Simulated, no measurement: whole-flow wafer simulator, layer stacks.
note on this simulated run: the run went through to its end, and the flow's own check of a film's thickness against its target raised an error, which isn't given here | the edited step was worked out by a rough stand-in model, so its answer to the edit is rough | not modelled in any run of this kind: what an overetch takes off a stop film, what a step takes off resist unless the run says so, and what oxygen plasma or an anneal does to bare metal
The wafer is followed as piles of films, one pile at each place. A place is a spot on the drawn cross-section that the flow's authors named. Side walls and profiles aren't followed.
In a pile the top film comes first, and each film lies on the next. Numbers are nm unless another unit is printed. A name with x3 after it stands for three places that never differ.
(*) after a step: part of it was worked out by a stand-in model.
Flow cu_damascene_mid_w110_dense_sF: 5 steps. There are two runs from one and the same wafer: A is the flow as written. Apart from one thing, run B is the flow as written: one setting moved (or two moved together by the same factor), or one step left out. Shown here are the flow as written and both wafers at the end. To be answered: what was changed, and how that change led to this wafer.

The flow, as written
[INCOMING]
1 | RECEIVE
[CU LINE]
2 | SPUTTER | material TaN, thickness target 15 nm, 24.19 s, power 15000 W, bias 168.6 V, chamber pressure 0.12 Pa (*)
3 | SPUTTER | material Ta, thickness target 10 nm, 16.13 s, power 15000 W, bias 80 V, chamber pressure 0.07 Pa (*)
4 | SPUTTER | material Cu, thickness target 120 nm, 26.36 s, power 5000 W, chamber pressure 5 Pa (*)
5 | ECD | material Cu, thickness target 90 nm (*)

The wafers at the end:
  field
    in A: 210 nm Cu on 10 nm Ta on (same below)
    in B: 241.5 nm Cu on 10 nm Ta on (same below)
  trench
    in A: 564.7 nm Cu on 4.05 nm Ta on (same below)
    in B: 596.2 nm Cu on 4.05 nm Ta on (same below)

Cause: step 5, ECD: thickness target 121.5 nm was run, while the flow as written has thickness target 90 nm.

The path from the change to this, step by step:
  5 | ECD | material Cu, thickness target 90 nm (*)
      field: A Cu gains 90 | B Cu gains 121.5
      trench: A Cu gains 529 | B Cu gains 560.5
